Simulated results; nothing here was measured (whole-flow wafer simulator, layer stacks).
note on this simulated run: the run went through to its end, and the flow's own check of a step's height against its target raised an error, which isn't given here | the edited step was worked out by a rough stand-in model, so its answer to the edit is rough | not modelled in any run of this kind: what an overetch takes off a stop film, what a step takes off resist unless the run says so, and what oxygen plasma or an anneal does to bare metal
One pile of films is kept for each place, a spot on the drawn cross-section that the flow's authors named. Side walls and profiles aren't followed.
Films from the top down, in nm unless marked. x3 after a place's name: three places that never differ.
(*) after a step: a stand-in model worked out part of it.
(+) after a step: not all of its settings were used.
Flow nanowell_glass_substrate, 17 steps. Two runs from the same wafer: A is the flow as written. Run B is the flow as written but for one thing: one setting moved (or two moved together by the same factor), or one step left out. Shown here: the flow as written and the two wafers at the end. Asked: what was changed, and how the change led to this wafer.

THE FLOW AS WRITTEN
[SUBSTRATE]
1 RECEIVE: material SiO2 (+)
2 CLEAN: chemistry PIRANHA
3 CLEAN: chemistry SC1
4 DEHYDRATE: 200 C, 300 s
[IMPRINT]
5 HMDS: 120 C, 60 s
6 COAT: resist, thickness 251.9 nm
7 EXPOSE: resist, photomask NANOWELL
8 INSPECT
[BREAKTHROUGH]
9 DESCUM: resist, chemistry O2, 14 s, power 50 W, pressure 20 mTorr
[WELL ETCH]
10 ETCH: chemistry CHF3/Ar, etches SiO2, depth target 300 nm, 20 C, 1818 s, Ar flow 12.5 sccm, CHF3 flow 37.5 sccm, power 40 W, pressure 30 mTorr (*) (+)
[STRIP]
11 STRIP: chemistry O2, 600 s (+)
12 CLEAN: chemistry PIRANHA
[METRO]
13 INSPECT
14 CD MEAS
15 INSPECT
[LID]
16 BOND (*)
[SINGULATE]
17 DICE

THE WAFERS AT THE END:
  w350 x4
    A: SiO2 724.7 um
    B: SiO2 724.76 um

The cause: step 10, ETCH: depth target 237.3 nm was run, where the flow has depth target 300 nm; step 10, ETCH: 1438 s was run, where the flow has 1818 s.

How the change led to this, step by step:
  10 ETCH: chemistry CHF3/Ar, etches SiO2, depth target 300 nm, 20 C, 1818 s, Ar flow 12.5 sccm, CHF3 flow 37.5 sccm, power 40 W, pressure 30 mTorr (*) (+)
      w350 x4: A SiO2 -300 | B SiO2 -237.3
      land: A resist -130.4 | B resist -103.2
  11 STRIP: chemistry O2, 600 s (+)
      land: A resist -125.9 (all of it) | B resist -153.2 (all of it)
